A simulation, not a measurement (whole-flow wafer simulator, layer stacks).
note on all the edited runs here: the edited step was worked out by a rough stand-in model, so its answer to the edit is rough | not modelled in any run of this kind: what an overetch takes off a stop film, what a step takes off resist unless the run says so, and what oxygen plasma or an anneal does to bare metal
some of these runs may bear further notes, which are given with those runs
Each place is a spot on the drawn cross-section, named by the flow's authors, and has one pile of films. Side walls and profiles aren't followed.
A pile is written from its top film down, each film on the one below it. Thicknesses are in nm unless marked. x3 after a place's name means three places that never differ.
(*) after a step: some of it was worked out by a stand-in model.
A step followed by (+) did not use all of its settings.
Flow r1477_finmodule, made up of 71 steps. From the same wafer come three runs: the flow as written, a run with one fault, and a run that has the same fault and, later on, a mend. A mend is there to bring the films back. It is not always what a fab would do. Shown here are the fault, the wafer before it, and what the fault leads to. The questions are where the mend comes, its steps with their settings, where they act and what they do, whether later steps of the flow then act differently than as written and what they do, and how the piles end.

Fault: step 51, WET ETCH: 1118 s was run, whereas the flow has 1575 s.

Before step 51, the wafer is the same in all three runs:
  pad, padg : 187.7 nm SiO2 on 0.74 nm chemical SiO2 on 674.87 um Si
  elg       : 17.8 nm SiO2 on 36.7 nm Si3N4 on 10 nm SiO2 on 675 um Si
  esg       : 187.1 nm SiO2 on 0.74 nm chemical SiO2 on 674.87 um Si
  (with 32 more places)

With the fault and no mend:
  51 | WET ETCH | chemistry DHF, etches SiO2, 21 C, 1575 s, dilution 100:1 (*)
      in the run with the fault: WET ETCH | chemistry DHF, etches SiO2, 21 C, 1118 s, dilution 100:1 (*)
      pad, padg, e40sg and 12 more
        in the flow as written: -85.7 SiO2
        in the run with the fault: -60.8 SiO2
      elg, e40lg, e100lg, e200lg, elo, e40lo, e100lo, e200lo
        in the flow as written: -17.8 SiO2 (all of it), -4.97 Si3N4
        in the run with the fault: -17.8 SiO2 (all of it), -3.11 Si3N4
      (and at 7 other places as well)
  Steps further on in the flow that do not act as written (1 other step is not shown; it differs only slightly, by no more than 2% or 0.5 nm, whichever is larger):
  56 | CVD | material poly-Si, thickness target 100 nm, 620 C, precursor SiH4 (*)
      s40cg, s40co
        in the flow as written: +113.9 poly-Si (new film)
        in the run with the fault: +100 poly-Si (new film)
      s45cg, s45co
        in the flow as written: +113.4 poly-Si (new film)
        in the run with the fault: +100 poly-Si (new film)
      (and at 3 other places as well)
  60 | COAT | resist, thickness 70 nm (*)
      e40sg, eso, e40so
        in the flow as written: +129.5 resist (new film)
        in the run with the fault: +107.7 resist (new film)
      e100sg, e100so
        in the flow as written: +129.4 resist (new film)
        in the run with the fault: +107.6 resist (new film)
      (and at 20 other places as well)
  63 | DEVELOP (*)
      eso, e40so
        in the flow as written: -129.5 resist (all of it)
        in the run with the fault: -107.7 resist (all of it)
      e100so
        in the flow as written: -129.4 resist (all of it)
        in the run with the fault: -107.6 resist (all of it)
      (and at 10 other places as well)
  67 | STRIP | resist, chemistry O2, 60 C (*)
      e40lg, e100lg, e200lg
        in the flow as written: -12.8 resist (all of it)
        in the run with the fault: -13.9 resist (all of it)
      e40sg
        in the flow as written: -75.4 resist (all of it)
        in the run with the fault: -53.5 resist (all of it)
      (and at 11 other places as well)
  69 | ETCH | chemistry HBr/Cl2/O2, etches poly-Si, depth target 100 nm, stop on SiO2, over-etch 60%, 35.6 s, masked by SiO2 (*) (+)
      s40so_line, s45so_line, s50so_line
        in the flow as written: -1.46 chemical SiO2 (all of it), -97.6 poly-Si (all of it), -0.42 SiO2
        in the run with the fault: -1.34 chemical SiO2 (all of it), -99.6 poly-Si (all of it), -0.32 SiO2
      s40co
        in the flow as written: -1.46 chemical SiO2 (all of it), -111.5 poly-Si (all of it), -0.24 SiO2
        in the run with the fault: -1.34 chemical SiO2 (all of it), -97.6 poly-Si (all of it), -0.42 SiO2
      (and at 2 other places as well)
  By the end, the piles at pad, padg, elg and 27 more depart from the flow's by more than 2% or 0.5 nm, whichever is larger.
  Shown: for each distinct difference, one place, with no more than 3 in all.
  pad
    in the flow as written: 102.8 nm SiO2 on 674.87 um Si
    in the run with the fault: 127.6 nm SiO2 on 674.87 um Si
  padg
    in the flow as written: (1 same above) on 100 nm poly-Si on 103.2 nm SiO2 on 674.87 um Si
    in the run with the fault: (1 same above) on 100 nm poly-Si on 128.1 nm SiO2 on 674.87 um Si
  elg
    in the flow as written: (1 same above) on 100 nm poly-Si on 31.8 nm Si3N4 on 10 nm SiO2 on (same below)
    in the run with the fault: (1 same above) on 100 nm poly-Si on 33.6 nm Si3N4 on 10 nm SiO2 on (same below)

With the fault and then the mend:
  The mend follows step 51.
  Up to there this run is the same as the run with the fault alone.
  51a | WET ETCH | chemistry DHF, etches SiO2, 21 C, 457 s, dilution 100:1 (*) (a further turn of the flow's step 51, with different settings)
      pad, padg, e40sg and 12 more
        -24.9 SiO2
      elg, e40lg, e100lg, e200lg, elo, e40lo, e100lo, e200lo
        -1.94 Si3N4
      esg, s40cg, s45cg, s50cg, s40co, s45co, s50co
        -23 SiO2
  None of the later steps of the flow differs from how it acts as written, at any place that is followed, by more than 2% or 0.5 nm, whichever is larger.
  At the end the piles are close to the flow's at the places that both follow, differing by at most 2% or 0.5 nm, whichever is larger.
